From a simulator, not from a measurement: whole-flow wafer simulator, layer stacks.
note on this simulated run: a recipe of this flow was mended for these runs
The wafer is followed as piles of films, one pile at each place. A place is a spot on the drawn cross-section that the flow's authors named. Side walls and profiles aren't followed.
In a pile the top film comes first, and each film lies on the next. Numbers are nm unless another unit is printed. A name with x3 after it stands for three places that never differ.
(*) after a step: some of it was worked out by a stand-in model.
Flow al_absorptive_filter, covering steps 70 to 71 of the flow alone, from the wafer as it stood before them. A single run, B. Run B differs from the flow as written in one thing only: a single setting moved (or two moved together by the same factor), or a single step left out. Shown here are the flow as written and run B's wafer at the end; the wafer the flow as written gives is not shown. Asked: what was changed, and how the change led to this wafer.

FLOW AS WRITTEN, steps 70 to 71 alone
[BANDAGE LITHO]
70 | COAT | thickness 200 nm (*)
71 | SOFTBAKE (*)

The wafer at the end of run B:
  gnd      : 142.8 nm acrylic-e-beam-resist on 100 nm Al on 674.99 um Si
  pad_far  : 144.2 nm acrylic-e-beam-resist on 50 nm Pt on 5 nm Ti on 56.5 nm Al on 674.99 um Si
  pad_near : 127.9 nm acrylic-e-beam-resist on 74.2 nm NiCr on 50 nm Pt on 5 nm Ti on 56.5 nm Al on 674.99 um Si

The reason: step 70, COAT: thickness 142 nm was run, while the flow as written has thickness 200 nm.

Step by step, how the change led to this:
  70 | COAT | thickness 200 nm (*)
      xa_field, xl_land, idc_field: +142 acrylic-e-beam-resist (new film) (as written it would have been: +200 acrylic-e-beam-resist (new film))
      gnd: +142.8 acrylic-e-beam-resist (new film) (as written it would have been: +200.9 acrylic-e-beam-resist (new film))
      (and at 10 other places as well)
